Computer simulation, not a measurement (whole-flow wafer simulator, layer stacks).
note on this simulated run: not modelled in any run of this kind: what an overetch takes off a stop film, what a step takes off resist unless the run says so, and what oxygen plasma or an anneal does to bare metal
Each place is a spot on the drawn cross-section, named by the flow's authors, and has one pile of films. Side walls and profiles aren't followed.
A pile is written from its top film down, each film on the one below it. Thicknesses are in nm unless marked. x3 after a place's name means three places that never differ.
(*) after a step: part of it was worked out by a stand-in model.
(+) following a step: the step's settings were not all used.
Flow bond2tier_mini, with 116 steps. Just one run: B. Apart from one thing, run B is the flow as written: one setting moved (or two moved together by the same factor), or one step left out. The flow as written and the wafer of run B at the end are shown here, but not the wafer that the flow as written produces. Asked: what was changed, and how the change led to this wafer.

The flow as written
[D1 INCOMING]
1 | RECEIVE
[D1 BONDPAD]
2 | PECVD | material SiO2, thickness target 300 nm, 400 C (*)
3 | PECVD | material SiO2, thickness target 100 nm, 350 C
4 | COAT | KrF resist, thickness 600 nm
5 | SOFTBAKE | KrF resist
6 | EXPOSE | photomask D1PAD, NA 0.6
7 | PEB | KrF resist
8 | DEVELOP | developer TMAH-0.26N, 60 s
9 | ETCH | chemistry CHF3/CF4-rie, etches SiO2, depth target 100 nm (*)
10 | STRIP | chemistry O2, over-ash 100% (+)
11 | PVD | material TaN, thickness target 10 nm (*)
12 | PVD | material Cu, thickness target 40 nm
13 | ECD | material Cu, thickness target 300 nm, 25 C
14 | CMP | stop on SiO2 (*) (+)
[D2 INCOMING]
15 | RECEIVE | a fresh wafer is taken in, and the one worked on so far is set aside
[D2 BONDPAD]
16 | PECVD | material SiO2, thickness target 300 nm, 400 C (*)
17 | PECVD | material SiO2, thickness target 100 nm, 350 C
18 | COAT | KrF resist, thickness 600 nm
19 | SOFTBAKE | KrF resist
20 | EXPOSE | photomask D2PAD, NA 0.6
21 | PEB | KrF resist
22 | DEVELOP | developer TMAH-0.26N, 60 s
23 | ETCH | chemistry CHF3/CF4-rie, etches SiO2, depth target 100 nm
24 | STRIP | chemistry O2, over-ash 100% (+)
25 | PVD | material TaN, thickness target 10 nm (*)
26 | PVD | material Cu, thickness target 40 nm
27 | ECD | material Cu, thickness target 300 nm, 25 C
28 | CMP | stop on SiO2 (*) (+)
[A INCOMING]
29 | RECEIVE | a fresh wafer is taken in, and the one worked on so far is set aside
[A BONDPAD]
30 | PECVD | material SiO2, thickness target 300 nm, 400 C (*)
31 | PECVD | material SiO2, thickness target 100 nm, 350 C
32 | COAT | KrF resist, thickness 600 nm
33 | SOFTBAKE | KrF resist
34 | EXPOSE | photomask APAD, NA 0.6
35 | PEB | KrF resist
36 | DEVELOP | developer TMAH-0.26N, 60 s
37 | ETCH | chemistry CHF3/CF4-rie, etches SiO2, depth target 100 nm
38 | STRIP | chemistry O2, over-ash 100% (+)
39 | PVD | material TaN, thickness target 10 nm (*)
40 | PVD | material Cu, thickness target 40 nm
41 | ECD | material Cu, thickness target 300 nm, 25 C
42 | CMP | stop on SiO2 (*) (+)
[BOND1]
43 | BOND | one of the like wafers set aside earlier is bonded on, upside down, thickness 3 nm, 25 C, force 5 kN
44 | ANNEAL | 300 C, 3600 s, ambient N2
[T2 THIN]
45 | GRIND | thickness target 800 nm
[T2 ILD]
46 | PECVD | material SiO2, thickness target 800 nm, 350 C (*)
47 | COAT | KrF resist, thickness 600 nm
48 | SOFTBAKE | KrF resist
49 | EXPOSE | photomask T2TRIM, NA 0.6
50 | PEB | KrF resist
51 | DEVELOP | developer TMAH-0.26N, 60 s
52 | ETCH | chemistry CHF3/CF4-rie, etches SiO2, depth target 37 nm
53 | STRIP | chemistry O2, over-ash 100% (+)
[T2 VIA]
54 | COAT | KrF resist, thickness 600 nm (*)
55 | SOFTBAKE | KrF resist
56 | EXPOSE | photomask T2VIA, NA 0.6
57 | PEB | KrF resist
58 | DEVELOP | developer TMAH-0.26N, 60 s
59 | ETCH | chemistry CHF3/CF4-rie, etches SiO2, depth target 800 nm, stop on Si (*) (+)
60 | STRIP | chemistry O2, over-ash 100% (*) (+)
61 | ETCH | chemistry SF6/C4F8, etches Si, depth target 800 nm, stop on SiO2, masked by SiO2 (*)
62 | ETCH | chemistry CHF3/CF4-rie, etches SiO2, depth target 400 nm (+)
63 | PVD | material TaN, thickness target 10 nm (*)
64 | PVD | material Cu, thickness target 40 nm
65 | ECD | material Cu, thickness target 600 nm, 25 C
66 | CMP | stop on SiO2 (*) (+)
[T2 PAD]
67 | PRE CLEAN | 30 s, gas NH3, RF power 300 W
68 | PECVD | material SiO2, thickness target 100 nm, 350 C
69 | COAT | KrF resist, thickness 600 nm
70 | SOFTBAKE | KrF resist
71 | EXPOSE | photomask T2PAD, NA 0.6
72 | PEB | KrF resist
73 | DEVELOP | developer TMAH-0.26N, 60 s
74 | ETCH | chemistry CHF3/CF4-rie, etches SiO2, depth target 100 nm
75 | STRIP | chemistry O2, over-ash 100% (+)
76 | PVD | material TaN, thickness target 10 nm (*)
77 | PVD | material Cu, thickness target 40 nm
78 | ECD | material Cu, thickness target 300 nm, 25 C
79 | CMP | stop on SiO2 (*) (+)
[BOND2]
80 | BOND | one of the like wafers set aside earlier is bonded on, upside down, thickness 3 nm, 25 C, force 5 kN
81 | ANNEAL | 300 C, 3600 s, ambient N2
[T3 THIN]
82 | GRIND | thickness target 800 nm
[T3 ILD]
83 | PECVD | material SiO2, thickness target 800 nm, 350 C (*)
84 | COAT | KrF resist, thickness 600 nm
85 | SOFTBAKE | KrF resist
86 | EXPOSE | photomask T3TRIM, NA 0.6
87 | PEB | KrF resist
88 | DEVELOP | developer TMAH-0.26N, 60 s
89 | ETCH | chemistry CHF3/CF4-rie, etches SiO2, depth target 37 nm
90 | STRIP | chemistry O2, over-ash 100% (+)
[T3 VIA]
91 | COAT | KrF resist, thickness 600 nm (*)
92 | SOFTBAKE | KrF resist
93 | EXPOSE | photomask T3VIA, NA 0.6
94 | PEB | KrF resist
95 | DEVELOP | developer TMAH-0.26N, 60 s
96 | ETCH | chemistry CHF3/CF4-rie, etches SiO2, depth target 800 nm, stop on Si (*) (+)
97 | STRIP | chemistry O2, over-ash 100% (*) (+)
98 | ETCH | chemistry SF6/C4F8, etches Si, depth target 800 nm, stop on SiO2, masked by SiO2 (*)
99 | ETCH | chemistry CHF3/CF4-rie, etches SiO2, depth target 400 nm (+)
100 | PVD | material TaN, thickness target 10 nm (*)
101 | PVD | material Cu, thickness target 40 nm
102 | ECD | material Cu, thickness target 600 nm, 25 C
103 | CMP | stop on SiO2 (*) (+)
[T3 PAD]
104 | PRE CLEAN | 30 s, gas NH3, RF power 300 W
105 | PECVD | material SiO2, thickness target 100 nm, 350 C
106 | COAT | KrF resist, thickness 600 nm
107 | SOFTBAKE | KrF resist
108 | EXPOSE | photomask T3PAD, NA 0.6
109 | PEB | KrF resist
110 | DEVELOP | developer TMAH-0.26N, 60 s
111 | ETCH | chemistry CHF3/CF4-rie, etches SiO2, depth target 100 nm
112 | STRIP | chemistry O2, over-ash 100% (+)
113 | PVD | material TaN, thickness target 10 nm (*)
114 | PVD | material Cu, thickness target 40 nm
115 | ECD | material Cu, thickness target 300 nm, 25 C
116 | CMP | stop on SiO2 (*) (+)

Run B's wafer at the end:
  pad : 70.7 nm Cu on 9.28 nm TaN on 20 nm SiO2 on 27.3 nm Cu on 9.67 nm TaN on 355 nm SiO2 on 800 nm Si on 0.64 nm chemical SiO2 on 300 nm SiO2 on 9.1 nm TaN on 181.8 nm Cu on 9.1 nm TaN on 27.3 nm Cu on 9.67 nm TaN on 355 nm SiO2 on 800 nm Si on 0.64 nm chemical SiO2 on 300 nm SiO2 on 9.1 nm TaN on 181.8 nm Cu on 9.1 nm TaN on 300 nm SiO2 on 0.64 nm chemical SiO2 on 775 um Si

What caused this: step 111, ETCH: depth target 80 nm was run, though the flow has depth target 100 nm.

How this came from the change, step by step:
  111 | ETCH | chemistry CHF3/CF4-rie, etches SiO2, depth target 100 nm
      pad: -80 SiO2 (it would be, as written: -100 SiO2 (all of it))
      field: -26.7 KrF resist (it would be, as written: -33.3 KrF resist)
  115 | ECD | material Cu, thickness target 300 nm, 25 C
      pad: +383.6 Cu (it would be, as written: +404.5 Cu)
Taking metal films that touch as one body, pad has 4 bodies (between them, from the top down: SiO2 20; SiO2 355 / Si 800 / chemical SiO2 0.64 / SiO2 300; SiO2 355 / Si 800 / chemical SiO2 0.64 / SiO2 300); the flow as written gives 3 bodies (between them, from the top down: SiO2 355 / Si 800 / chemical SiO2 0.64 / SiO2 300; SiO2 355 / Si 800 / chemical SiO2 0.64 / SiO2 300).
